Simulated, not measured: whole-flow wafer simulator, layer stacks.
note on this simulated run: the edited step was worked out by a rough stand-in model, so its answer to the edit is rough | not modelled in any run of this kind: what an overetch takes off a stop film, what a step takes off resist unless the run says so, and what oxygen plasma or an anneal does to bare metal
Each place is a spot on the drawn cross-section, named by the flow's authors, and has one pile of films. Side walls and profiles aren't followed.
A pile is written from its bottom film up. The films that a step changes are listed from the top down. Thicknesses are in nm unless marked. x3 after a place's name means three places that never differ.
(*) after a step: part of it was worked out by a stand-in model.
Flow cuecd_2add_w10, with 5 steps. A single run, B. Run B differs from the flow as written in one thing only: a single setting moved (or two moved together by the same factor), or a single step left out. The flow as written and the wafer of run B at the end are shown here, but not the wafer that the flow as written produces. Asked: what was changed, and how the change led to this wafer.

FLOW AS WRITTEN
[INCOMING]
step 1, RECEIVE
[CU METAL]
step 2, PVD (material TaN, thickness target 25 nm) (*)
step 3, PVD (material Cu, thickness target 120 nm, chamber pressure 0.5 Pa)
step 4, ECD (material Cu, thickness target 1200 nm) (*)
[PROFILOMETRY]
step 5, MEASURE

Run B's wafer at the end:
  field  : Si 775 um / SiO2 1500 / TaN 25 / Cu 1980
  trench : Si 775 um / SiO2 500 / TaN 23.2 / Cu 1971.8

Cause: step 4, ECD: thickness target 1860 nm was run, whereas the flow has thickness target 1200 nm.

The path from the change to this, step by step:
  step 4, ECD (material Cu, thickness target 1200 nm) (*)
      field, trench: +1860 Cu (it would be, as written: +1200 Cu)
